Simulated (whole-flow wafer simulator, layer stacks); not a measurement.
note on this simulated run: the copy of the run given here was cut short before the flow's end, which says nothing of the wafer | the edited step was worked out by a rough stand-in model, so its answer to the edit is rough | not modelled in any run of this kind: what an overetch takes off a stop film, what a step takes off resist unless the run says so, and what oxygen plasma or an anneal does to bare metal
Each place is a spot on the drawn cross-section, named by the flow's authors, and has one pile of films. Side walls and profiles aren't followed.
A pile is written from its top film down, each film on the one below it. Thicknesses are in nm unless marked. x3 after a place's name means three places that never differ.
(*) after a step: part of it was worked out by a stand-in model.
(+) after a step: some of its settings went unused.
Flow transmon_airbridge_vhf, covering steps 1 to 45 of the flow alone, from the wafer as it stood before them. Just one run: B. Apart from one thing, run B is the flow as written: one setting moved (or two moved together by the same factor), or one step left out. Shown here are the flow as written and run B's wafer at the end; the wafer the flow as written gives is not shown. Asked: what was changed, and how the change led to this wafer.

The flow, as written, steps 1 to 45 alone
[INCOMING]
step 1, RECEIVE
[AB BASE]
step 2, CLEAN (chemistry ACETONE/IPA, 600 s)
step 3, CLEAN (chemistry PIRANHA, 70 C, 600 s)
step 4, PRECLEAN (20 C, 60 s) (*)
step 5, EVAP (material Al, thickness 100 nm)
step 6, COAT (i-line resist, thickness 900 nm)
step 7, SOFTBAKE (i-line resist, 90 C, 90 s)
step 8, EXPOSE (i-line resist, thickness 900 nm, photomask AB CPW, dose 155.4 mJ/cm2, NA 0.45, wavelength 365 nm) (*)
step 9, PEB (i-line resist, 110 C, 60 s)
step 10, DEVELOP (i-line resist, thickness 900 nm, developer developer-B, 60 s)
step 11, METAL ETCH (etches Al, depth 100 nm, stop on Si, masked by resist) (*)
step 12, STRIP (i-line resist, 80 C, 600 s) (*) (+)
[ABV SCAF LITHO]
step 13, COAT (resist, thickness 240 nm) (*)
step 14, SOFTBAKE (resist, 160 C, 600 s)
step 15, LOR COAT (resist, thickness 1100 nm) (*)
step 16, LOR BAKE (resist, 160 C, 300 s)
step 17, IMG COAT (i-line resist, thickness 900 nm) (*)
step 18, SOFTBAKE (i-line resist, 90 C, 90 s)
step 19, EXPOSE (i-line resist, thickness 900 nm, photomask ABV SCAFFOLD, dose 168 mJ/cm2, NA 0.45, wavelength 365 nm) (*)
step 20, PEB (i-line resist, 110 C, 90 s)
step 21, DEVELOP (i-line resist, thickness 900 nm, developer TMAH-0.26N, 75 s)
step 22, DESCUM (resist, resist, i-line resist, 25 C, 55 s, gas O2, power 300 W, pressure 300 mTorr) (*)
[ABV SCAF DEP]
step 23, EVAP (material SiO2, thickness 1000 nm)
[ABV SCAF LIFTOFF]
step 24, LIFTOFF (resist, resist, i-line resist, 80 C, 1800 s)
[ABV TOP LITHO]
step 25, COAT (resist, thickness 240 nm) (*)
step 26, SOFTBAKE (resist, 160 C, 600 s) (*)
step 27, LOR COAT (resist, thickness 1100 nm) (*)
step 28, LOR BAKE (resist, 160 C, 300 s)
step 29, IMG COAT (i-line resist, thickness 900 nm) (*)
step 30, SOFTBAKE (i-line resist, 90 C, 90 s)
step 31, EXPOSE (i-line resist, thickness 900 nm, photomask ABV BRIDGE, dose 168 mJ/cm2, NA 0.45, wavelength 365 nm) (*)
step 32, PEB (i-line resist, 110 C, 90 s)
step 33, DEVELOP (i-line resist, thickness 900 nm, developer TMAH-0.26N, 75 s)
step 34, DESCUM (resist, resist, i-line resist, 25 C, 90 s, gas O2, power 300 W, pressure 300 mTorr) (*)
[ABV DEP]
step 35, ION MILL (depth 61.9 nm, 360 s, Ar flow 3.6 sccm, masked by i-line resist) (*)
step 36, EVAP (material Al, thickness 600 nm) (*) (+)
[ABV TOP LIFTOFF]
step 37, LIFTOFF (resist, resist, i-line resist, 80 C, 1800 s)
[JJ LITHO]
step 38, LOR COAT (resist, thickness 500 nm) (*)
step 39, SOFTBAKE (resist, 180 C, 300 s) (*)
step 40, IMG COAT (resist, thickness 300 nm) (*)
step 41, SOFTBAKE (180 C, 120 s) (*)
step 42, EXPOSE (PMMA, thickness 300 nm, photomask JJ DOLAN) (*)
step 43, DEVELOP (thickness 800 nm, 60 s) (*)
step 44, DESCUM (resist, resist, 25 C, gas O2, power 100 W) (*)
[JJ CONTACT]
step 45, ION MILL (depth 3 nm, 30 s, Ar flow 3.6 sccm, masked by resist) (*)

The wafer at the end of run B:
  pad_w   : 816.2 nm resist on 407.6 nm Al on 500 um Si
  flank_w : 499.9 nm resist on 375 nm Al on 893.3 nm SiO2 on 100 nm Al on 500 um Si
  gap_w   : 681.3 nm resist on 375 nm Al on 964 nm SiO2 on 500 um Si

The reason: step 36, EVAP: thickness 375 nm was run, while the flow as written has thickness 600 nm.
The wafer lets one read it off: flank_w has Al 375, and step 36 as written asks for 600 nm.

How this came from the change, step by step:
  step 36, EVAP (material Al, thickness 600 nm) (*) (+)
      field x3, jj_line, ground_far and 10 more: +375 Al (new film) (as written it would have been: +600 Al (new film))
      pad_w, pad_e: +369.5 Al (as written it would have been: +591.2 Al)
  step 37, LIFTOFF (resist, resist, i-line resist, 80 C, 1800 s)
      field x3, jj_line, trace_open_s x2: -375 Al (all of it), -600 i-line resist (all of it), -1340 resist (all of it) (as written it would have been: -600 Al (all of it), -600 i-line resist (all of it), -1340 resist (all of it))
      margin_s, margin_n: -375 Al (all of it), -318.3 i-line resist (all of it), -992 resist (all of it) (as written it would have been: -600 Al (all of it), -318.3 i-line resist (all of it), -992 resist (all of it))
      (also at 1 further place)
  step 38, LOR COAT (resist, thickness 500 nm) (*)
      pad_w, pad_e: +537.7 resist (new film) (as written it would have been: +517 resist (new film))
      margin_s, margin_n: +425 resist (new film) (as written it would have been: +445.3 resist (new film))
      (also at 1 further place)
  step 40, IMG COAT (resist, thickness 300 nm) (*)
      pad_w, pad_e: +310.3 resist (as written it would have been: +300.1 resist)
      flank_w, flank_e: +219.7 resist (as written it would have been: +212.1 resist)
      (also at 4 further places)
